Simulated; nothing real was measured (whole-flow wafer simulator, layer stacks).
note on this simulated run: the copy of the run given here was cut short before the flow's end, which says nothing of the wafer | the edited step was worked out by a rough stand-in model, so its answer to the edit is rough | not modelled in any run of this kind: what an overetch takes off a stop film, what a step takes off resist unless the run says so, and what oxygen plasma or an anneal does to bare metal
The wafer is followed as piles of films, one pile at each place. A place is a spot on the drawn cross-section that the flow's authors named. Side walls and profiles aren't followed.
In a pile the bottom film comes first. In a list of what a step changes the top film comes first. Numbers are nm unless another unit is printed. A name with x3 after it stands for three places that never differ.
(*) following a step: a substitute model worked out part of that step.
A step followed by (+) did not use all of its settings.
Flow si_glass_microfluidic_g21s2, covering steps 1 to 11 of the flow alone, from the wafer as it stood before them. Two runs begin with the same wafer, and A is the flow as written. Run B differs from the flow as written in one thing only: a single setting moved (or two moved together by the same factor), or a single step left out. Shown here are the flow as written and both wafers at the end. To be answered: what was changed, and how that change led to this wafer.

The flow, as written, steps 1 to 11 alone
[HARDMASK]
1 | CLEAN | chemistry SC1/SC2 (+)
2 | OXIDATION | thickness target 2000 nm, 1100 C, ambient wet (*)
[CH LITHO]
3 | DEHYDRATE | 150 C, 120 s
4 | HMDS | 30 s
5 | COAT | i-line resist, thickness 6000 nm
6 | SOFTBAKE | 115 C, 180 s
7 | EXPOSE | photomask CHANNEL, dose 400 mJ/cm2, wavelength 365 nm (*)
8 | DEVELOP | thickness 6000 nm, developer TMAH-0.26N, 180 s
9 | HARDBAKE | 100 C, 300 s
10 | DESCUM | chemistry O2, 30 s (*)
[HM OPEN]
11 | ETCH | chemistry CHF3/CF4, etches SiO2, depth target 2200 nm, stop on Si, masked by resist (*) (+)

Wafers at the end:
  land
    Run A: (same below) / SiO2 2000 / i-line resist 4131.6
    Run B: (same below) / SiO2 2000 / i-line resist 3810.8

The reason: step 11, ETCH: depth target 2585 nm was run, whereas the flow has depth target 2200 nm.

Step by step, how the change led to this:
  11 | ETCH | chemistry CHF3/CF4, etches SiO2, depth target 2200 nm, stop on Si, masked by resist (*) (+)
      land: A i-line resist loses 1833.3 | B i-line resist loses 2154.2
